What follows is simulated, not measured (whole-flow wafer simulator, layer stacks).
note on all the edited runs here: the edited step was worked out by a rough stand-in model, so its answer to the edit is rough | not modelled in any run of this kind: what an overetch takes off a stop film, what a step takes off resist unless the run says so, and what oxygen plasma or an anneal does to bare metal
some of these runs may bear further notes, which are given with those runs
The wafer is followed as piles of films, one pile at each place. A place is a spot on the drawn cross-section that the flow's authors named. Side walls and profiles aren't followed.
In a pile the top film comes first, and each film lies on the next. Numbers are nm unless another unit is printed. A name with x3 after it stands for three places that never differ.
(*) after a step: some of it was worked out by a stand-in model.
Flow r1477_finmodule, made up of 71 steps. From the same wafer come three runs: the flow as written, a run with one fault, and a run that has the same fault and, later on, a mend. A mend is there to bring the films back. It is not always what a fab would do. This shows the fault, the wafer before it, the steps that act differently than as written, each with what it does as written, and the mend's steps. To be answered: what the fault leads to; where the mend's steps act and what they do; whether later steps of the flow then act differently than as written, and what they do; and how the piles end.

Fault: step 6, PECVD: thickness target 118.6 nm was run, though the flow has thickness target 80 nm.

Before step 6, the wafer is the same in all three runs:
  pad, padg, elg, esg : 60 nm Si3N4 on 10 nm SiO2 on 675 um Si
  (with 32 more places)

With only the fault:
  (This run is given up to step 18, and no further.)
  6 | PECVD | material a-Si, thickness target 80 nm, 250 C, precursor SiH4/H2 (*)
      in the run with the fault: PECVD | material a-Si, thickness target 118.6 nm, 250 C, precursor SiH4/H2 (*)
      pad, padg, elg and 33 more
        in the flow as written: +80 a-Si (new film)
        in the run with the fault: +118.6 a-Si (new film)
  Later steps of the flow acting differently than as written:
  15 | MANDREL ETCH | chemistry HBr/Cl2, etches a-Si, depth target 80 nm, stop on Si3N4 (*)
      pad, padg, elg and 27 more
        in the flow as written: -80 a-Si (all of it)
        in the run with the fault: -80 a-Si
  Once step 18 is done, the piles at pad, padg, elg and 33 more depart from the flow's by more than 2% or 0.5 nm, whichever is larger.
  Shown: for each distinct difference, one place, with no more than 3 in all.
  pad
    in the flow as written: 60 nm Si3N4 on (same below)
    in the run with the fault: 38.6 nm a-Si on 60 nm Si3N4 on (same below)
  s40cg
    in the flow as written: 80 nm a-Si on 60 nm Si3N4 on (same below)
    in the run with the fault: 118.6 nm a-Si on 60 nm Si3N4 on (same below)

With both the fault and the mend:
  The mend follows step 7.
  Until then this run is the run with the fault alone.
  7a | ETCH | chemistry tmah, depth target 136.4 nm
      pad, padg, elg and 33 more
        -118.6 a-Si (all of it)
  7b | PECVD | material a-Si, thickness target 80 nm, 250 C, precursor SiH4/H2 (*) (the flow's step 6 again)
      pad, padg, elg and 33 more
        +80 a-Si (new film)
  Every later step of the flow that is run acts as written at every place that is followed.
  The piles end the same as the flow's at every place that both follow.
